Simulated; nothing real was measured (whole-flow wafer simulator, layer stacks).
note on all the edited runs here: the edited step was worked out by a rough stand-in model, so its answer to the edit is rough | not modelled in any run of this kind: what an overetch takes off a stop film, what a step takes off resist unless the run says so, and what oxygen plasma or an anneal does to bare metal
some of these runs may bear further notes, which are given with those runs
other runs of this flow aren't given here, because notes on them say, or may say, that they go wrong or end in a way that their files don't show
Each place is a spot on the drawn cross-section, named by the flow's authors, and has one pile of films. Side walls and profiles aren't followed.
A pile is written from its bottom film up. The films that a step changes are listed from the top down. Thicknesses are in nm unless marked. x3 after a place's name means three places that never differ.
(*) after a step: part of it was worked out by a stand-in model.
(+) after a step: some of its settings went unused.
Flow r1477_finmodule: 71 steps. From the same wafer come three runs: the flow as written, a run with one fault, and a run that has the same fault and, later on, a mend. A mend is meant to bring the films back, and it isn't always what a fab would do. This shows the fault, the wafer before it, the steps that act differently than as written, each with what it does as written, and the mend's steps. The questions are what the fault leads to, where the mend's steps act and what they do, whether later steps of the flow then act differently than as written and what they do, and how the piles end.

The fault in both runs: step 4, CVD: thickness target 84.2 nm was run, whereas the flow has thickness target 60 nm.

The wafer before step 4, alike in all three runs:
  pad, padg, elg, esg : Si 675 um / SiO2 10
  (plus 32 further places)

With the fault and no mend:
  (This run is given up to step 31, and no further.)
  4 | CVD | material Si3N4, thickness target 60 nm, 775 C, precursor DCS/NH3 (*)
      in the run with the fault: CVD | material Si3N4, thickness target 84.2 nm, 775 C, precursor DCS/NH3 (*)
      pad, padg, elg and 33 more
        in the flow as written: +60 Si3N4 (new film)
        in the run with the fault: +84.2 Si3N4 (new film)
  Steps further on in the flow that do not act as written:
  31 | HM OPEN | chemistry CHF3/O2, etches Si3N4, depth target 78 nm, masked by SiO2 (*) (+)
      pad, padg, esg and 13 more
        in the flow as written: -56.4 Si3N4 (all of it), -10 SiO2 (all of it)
        in the run with the fault: -78 Si3N4
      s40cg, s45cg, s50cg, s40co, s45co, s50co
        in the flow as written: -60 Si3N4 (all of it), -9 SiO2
        in the run with the fault: -78 Si3N4
  Once step 31 is done, the piles at pad, padg, elg and 33 more depart from the flow's by more than 2% or 0.5 nm, whichever is larger.
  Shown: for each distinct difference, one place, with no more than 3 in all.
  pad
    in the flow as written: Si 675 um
    in the run with the fault: Si 675 um / SiO2 10 / Si3N4 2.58
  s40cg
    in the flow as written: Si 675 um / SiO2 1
    in the run with the fault: Si 675 um / SiO2 10 / Si3N4 6.2
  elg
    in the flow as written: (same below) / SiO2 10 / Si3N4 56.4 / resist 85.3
    in the run with the fault: (same below) / SiO2 10 / Si3N4 80.6 / resist 85.3

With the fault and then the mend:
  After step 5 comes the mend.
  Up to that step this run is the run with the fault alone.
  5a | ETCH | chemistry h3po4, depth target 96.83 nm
      pad, padg, elg and 33 more
        -84.2 Si3N4 (all of it)
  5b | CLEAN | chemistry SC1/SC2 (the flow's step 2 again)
      leaves every film unchanged at each place that is followed
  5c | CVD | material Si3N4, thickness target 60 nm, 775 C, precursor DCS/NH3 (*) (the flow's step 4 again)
      pad, padg, elg and 33 more
        +60 Si3N4 (new film)
  Later steps of the flow that are run all act as written at every place that is followed.
  By the end, the piles equal the flow's at every place that both follow.
